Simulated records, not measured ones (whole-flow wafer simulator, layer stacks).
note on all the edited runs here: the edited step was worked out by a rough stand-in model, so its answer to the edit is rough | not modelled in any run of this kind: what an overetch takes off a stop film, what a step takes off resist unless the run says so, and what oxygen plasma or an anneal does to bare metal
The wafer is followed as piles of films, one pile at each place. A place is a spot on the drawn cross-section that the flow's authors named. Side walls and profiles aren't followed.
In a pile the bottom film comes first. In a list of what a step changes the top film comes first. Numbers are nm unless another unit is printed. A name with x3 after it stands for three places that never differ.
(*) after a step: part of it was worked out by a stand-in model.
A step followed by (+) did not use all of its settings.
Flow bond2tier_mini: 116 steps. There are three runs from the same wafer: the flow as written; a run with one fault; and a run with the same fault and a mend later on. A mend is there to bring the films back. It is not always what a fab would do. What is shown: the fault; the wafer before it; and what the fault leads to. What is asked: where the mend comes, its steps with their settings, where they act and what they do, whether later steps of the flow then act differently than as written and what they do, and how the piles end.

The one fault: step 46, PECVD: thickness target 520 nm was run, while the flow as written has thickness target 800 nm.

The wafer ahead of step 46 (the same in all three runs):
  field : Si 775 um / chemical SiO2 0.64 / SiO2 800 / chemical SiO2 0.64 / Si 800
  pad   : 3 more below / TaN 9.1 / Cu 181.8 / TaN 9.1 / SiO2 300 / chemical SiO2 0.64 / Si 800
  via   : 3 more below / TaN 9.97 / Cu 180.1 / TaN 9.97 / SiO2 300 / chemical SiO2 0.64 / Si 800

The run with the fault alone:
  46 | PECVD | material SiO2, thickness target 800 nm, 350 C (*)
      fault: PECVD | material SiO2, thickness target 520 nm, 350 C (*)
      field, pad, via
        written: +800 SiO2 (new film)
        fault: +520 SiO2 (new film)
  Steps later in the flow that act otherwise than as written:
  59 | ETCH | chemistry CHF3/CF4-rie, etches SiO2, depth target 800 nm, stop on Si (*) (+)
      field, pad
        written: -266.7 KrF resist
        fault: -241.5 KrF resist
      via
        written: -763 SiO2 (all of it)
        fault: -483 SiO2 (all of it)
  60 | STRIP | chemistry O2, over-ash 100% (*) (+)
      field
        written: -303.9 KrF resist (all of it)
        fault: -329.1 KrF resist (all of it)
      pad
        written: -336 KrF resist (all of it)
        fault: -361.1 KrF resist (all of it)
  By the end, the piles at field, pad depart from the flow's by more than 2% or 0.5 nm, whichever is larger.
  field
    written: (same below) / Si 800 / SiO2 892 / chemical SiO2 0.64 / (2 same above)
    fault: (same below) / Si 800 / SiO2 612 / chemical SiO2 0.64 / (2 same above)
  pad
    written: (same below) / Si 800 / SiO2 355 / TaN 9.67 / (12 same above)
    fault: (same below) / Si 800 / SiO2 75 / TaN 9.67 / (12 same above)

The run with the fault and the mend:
  The mend stands after step 46.
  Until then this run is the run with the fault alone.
  46a | PECVD | material SiO2, thickness target 280 nm, 350 C (*) (the flow's step 46 again, with other settings)
      field, pad, via
        +280 SiO2
  Every later step of the flow that is run acts as written at every place that is followed.
  The piles end the same as the flow's at every place that both follow.
